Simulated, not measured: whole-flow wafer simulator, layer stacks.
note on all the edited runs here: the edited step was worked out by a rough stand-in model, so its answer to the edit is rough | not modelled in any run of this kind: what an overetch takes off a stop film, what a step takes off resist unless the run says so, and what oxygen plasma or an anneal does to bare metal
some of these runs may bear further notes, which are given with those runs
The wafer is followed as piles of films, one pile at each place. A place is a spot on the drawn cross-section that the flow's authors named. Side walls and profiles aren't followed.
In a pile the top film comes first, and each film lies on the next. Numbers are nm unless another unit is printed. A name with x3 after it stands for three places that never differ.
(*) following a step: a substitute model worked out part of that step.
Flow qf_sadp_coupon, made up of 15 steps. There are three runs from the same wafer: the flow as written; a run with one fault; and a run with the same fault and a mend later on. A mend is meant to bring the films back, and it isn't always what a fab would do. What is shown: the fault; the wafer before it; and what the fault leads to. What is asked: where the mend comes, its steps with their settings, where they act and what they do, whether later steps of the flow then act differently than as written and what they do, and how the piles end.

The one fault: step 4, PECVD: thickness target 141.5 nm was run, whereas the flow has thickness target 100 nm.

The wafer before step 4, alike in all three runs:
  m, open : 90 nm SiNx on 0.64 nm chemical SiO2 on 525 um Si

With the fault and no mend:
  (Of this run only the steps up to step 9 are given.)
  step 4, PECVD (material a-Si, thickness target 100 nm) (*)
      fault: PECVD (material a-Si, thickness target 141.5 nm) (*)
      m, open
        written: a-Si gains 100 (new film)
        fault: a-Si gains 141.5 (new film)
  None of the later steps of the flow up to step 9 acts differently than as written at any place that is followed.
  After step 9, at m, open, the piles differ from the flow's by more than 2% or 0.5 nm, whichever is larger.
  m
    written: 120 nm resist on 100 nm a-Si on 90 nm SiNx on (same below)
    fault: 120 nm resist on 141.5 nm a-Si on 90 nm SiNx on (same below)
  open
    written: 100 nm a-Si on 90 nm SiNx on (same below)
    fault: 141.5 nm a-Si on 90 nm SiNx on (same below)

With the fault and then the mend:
  The mend follows step 4.
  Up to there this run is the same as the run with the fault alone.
  step 4a, ETCH (chemistry tmah, depth target 162.7 nm)
      m, open
        a-Si loses 141.5 (all of it)
  step 4b, PECVD (material a-Si, thickness target 100 nm) (*) (the flow's step 4, run once more)
      m, open
        a-Si gains 100 (new film)
  None of the later steps of the flow acts differently than as written at any place that is followed.
  By the end, the piles equal the flow's at every place that both follow.
